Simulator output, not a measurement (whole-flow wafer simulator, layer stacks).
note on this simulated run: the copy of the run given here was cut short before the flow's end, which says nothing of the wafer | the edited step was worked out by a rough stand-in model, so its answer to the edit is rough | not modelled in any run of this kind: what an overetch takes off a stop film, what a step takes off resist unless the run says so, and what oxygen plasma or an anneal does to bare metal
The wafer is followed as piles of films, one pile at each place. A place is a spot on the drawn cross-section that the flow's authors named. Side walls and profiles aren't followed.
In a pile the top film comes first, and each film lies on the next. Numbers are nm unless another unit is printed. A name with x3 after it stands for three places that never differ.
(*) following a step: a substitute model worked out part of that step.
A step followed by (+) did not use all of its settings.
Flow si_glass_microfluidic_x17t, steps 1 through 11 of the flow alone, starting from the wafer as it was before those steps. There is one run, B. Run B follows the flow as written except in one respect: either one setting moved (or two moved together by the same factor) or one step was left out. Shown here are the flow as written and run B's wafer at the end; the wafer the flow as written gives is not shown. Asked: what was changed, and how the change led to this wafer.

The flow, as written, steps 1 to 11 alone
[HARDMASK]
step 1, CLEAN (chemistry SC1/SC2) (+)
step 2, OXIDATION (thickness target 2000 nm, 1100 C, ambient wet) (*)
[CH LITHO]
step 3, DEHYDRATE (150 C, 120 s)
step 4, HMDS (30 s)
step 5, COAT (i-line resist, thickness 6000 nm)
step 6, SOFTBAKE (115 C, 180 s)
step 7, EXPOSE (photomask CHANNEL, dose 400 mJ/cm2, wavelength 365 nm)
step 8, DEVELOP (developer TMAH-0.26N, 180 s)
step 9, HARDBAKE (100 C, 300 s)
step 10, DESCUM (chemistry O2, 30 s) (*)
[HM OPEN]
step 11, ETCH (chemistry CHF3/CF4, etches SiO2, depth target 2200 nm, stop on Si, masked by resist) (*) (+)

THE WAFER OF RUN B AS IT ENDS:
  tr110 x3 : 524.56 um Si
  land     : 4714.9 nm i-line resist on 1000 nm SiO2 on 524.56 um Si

The reason: step 2, OXIDATION: thickness target 1000 nm was run, while the flow as written has thickness target 2000 nm.
The wafer lets one read it off: land has SiO2 1000, and step 2 as written asks for 2000 nm.

The path from the change to this, step by step:
  step 2, OXIDATION (thickness target 2000 nm, 1100 C, ambient wet) (*)
      land, tr110 x3: SiO2 gains 1000 (new film), chemical SiO2 loses 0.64 (all of it), Si loses 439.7 (as written it would have been: SiO2 gains 2000 (new film), chemical SiO2 loses 0.64 (all of it), Si loses 879.7)
  step 11, ETCH (chemistry CHF3/CF4, etches SiO2, depth target 2200 nm, stop on Si, masked by resist) (*) (+)
      tr110 x3: SiO2 loses 1000 (all of it) (as written it would have been: SiO2 loses 2000 (all of it))
      land: i-line resist loses 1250 (as written it would have been: i-line resist loses 1833.3)
